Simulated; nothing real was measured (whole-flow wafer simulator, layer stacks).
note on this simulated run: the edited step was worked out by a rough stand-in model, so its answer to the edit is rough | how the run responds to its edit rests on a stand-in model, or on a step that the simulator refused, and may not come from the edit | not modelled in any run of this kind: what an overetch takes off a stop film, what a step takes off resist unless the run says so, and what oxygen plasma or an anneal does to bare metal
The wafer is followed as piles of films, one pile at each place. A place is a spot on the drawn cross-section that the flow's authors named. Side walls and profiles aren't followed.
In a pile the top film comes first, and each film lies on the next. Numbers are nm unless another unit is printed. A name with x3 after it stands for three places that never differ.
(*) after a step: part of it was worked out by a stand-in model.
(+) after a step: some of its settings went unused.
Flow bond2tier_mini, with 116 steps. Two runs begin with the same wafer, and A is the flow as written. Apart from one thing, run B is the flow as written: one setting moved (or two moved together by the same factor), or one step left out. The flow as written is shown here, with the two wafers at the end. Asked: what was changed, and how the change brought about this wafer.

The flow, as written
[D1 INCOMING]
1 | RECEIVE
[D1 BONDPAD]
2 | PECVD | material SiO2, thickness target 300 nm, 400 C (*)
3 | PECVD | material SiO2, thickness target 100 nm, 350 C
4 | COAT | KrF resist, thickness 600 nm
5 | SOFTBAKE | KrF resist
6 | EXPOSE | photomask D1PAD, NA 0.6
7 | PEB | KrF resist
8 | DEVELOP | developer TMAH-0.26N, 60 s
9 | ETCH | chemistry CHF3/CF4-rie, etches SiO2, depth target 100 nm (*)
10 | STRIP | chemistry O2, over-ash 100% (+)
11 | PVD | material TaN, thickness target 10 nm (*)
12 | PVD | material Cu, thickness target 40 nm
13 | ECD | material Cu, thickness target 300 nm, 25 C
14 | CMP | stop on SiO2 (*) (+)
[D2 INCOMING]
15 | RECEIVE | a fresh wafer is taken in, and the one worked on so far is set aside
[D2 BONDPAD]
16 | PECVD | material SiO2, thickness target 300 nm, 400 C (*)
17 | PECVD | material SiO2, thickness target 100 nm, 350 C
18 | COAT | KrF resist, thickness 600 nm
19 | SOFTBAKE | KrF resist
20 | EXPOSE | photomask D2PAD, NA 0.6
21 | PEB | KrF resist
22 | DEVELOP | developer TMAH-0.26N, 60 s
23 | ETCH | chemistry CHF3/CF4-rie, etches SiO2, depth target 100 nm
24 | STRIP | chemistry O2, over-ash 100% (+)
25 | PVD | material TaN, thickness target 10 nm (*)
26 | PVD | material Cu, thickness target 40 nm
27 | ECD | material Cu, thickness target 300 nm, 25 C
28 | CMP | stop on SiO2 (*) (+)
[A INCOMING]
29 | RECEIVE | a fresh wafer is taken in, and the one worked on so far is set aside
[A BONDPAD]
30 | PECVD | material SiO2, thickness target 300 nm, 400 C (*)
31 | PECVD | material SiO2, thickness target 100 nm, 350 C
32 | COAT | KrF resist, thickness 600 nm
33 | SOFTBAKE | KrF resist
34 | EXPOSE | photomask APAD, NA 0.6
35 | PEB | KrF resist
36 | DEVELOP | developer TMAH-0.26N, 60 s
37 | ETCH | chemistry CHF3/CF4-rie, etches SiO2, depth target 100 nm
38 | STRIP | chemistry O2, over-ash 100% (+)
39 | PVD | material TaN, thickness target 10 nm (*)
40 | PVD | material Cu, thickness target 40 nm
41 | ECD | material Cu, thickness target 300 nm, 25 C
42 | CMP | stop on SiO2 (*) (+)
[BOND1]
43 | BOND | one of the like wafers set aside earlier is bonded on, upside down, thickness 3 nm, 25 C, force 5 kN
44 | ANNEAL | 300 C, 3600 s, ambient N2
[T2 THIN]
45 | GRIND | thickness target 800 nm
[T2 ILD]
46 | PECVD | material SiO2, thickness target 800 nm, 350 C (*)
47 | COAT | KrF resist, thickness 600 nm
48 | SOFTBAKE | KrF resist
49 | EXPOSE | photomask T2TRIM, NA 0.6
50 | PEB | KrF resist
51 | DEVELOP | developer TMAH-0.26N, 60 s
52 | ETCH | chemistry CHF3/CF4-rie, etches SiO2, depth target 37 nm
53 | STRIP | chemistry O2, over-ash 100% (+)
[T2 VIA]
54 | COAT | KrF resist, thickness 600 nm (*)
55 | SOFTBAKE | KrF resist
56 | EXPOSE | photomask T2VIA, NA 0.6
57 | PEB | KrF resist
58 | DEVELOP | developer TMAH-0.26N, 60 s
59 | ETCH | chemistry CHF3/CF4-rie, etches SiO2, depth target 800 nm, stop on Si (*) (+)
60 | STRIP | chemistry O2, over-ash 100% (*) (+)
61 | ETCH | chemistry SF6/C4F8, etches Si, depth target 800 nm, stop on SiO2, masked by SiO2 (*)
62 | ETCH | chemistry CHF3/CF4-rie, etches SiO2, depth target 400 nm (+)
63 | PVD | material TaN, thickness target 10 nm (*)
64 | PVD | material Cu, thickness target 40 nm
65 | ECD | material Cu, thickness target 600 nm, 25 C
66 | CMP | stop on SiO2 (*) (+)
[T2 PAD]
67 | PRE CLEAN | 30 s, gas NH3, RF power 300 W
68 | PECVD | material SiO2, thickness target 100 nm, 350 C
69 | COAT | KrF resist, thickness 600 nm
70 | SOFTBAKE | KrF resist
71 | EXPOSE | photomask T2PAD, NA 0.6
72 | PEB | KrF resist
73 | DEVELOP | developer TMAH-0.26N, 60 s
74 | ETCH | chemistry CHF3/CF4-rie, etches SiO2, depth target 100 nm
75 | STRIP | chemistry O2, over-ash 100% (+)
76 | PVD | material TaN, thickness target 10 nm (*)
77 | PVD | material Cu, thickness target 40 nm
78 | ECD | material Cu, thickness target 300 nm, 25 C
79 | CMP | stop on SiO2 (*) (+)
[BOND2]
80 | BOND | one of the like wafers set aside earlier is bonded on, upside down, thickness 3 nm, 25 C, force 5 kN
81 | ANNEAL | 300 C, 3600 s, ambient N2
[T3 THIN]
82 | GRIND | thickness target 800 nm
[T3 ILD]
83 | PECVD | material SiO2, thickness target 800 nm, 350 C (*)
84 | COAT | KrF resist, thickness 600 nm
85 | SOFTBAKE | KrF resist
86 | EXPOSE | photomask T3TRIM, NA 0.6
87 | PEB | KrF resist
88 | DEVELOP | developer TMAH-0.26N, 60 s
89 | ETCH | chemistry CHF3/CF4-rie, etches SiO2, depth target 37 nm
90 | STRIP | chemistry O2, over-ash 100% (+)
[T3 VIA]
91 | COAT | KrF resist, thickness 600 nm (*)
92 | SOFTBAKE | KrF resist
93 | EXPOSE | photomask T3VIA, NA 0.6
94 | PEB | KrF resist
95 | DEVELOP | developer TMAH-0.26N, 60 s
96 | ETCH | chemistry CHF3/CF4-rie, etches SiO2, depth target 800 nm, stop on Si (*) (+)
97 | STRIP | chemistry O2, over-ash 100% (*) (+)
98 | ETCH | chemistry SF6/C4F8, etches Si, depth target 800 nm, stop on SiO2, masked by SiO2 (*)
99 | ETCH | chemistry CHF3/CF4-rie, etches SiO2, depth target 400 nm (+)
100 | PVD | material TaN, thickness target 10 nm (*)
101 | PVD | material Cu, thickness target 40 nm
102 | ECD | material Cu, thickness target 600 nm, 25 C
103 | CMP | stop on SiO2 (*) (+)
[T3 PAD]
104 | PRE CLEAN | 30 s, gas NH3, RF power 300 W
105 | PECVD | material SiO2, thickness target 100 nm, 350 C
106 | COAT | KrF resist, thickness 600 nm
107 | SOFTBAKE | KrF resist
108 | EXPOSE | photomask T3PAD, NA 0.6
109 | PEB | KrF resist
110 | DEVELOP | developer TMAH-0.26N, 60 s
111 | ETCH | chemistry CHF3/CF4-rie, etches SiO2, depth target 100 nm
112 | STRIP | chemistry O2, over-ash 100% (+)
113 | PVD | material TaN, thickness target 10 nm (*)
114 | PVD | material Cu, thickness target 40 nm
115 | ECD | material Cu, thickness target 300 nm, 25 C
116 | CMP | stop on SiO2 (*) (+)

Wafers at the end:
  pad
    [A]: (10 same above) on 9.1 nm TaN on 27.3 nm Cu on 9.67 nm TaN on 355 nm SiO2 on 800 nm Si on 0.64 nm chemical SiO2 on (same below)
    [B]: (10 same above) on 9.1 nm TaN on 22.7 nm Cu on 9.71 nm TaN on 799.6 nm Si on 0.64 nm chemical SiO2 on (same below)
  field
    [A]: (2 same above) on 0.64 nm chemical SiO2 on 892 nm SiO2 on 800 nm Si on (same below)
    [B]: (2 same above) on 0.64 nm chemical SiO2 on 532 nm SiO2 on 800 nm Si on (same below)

What caused this: step 46, PECVD: thickness target 440 nm was run, whereas the flow has thickness target 800 nm.

The path from the change to this, step by step:
  46 | PECVD | material SiO2, thickness target 800 nm, 350 C (*)
      field, pad, via: A SiO2 gains 800 (new film) | B SiO2 gains 440 (new film)
  59 | ETCH | chemistry CHF3/CF4-rie, etches SiO2, depth target 800 nm, stop on Si (*) (+)
      field, pad: A KrF resist loses 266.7 | B KrF resist loses 201.5
      via: A SiO2 loses 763 (all of it) | B SiO2 loses 403 (all of it)
  60 | STRIP | chemistry O2, over-ash 100% (*) (+)
      field: A KrF resist loses 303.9 (all of it) | B KrF resist loses 369.1 (all of it)
      pad: A KrF resist loses 336 (all of it) | B KrF resist loses 401.1 (all of it)
  62 | ETCH | chemistry CHF3/CF4-rie, etches SiO2, depth target 400 nm (+)
      pad: A SiO2 loses 400 | B SiO2 loses 395 (all of it), Si loses 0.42
